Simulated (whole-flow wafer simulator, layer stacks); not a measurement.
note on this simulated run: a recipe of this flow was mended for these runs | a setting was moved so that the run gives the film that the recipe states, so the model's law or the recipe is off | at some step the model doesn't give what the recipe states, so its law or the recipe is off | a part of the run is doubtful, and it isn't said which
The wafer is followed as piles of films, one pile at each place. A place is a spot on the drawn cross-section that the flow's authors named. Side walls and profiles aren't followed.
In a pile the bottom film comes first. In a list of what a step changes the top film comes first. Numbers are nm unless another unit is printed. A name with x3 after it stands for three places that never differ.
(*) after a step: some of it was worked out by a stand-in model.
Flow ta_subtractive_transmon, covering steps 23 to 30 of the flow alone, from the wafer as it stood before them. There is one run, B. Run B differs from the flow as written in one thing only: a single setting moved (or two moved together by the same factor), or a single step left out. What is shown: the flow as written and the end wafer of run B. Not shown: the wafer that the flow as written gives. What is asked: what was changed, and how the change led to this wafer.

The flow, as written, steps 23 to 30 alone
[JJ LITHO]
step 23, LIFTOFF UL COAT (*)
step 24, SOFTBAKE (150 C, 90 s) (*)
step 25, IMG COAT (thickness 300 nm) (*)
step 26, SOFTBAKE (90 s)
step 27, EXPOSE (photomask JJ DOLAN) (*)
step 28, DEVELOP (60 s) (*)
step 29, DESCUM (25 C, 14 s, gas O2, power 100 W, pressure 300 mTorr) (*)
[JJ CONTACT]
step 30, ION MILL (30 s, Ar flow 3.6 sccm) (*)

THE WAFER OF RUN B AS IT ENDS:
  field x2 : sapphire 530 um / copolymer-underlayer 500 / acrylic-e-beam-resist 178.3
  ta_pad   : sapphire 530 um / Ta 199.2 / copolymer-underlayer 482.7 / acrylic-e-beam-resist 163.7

Cause: step 25, IMG COAT: thickness 210 nm was run, whereas the flow has thickness 300 nm.

The path from the change to this, step by step:
  step 25, IMG COAT (thickness 300 nm) (*)
      field x2, jj_line: +210 acrylic-e-beam-resist (new film) (it would be, as written: +300 acrylic-e-beam-resist (new film))
      lead: +219.9 acrylic-e-beam-resist (new film) (it would be, as written: +312.5 acrylic-e-beam-resist (new film))
      (as well as at 2 more places)
  step 28, DEVELOP (60 s) (*)
      jj_line: -210 acrylic-e-beam-resist (all of it), -500 copolymer-underlayer (all of it) (it would be, as written: -300 acrylic-e-beam-resist (all of it), -500 copolymer-underlayer (all of it))
      lead: -219.9 acrylic-e-beam-resist (all of it), -554.7 copolymer-underlayer (all of it) (it would be, as written: -312.5 acrylic-e-beam-resist (all of it), -554.7 copolymer-underlayer (all of it))
      (as well as at 1 more place)
